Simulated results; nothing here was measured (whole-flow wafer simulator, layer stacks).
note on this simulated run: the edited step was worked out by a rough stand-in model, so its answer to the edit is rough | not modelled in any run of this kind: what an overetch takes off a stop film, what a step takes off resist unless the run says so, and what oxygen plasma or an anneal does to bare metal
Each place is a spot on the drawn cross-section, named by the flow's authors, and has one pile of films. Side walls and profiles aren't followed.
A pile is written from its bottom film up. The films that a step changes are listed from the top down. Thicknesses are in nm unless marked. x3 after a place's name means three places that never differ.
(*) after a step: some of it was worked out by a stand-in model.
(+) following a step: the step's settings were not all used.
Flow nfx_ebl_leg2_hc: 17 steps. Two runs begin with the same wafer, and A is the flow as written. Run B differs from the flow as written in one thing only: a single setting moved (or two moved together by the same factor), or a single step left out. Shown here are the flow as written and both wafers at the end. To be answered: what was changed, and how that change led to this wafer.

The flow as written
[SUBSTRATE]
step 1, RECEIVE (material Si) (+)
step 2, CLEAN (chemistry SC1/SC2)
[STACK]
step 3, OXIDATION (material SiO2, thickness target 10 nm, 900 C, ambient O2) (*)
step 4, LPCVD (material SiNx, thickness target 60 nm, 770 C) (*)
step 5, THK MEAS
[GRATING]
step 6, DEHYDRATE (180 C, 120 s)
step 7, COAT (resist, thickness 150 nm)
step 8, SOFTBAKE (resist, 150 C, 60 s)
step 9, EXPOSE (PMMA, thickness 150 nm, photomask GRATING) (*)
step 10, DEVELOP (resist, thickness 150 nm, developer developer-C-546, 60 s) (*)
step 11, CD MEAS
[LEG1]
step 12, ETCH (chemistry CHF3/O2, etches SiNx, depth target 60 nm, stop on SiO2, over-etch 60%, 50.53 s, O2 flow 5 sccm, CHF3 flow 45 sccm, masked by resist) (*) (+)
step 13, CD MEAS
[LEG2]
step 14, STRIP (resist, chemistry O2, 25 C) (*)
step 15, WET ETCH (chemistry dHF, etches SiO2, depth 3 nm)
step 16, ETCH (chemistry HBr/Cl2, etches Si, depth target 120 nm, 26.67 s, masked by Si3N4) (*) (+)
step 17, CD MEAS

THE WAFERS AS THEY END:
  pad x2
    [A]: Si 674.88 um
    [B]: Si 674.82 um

The reason: step 16, ETCH: depth target 171 nm was run, while the flow as written has depth target 120 nm.

The path from the change to this, step by step:
  step 16, ETCH (chemistry HBr/Cl2, etches Si, depth target 120 nm, 26.67 s, masked by Si3N4) (*) (+)
      pad x2: A -120 Si | B -171 Si
